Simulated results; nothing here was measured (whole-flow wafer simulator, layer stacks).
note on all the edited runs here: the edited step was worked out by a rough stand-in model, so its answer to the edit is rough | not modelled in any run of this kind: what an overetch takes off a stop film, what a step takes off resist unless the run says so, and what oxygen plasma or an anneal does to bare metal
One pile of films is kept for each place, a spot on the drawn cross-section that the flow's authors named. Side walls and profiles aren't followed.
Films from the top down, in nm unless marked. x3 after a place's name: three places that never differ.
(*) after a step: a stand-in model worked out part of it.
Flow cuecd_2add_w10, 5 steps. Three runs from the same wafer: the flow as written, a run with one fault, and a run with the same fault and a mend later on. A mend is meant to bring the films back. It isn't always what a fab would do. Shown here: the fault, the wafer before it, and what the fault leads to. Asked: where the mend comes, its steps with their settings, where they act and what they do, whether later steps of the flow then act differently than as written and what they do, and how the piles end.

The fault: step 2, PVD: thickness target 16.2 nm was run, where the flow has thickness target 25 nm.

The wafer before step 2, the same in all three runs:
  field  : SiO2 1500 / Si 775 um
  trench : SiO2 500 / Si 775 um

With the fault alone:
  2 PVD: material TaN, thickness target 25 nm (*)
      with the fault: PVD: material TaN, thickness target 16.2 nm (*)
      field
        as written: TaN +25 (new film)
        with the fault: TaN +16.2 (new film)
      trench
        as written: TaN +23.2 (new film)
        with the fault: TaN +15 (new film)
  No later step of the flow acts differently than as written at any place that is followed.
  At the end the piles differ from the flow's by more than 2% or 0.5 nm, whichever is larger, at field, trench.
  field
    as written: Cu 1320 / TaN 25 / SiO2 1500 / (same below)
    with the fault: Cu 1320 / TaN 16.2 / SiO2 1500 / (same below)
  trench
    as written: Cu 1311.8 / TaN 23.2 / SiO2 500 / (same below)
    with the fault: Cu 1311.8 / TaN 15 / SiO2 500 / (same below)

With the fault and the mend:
  The mend comes after step 2.
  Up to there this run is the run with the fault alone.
  2a PVD: material TaN, thickness target 8.8 nm (*) (the flow's step 2 once more, with other settings)
      field
        TaN +8.8
      trench
        TaN +8.16
  No later step of the flow acts differently than as written at any place that is followed.
  At the end the piles are the same as the flow's at every place that both follow.
